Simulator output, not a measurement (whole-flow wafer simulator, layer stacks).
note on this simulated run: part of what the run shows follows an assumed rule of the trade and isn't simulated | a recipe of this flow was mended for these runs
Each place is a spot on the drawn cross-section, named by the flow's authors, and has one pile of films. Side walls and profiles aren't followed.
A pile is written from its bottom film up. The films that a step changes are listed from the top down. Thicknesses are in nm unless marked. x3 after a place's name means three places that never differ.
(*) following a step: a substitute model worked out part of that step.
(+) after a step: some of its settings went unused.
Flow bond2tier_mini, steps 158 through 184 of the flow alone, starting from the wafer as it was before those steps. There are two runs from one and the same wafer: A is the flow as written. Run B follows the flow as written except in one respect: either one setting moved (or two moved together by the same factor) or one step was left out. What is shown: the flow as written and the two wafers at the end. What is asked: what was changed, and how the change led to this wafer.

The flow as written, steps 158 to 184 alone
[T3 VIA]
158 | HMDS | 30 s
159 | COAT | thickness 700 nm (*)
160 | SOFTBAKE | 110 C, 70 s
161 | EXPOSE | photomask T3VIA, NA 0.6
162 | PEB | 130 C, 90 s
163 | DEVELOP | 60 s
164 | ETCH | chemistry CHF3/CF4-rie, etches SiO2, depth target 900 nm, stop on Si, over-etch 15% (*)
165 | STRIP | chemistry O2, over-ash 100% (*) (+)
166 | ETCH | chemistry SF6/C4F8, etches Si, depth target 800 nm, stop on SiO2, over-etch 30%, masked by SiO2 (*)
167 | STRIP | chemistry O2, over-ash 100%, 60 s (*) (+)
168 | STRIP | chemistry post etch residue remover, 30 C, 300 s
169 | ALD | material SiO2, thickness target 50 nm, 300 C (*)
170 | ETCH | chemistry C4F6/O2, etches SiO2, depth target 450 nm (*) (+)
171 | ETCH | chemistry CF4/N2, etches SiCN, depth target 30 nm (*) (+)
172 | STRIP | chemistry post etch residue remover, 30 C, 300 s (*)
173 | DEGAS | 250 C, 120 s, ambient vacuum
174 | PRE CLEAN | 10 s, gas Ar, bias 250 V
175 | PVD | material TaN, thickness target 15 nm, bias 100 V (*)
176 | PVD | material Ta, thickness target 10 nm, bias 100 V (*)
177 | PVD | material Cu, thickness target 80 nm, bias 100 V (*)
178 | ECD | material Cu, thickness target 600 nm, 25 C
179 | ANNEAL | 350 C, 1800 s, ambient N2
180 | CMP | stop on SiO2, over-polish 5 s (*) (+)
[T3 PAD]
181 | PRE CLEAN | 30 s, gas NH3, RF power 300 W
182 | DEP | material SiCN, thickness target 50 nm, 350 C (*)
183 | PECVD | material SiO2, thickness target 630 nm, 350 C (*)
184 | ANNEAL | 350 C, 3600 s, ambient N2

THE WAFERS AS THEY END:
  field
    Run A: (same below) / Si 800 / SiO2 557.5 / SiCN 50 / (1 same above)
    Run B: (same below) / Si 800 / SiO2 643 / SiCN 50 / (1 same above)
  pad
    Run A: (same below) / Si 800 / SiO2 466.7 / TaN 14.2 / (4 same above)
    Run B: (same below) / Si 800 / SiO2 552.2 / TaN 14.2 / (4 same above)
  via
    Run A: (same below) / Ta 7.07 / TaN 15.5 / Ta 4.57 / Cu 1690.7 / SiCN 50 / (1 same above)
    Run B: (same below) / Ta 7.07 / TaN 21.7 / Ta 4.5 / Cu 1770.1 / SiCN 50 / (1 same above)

Cause: step 170, ETCH: depth target 364.5 nm was run, though the flow has depth target 450 nm.

Step by step, how the change led to this:
  170 | ETCH | chemistry C4F6/O2, etches SiO2, depth target 450 nm (*) (+)
      field, pad: A SiO2 loses 450 | B SiO2 loses 364.5
      via: A SiO2 loses 348.1 (all of it), SiCN loses 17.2 | B SiO2 loses 348.1 (all of it), SiCN loses 2.76
  171 | ETCH | chemistry CF4/N2, etches SiCN, depth target 30 nm (*) (+)
      via: A SiCN loses 17.6 (all of it), TaN loses 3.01 | B SiCN loses 30
  174 | PRE CLEAN | 10 s, gas Ar, bias 250 V
      via: A TaN loses 3.19 | B SiCN loses 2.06 (all of it)
  178 | ECD | material Cu, thickness target 600 nm, 25 C
      via: A Cu gains 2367 | B Cu gains 2447
